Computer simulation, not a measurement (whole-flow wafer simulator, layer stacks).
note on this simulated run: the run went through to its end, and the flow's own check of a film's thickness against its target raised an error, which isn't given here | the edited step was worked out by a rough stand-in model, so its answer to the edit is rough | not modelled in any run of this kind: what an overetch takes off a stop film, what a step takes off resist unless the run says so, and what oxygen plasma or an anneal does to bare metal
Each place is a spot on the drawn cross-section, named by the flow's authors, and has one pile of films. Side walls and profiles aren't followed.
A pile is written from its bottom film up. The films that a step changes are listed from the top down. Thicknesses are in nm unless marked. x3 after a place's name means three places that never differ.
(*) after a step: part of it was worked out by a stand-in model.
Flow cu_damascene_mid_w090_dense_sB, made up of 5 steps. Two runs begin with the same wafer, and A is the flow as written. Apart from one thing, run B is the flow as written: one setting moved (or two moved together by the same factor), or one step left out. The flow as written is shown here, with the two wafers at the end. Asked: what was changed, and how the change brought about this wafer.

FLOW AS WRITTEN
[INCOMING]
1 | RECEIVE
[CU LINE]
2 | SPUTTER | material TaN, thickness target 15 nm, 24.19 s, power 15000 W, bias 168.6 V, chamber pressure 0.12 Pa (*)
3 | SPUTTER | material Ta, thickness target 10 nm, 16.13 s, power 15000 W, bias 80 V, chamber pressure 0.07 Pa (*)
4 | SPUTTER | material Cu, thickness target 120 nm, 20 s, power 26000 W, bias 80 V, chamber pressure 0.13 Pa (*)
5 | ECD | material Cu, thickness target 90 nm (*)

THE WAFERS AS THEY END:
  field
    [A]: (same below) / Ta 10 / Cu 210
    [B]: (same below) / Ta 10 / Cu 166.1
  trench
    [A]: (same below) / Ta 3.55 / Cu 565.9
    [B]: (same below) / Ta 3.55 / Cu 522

Cause: step 5, ECD: thickness target 46.1 nm was run, though the flow has thickness target 90 nm.

Step by step, how the change led to this:
  5 | ECD | material Cu, thickness target 90 nm (*)
      field: A Cu gains 90 | B Cu gains 46.1
      trench: A Cu gains 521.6 | B Cu gains 477.7
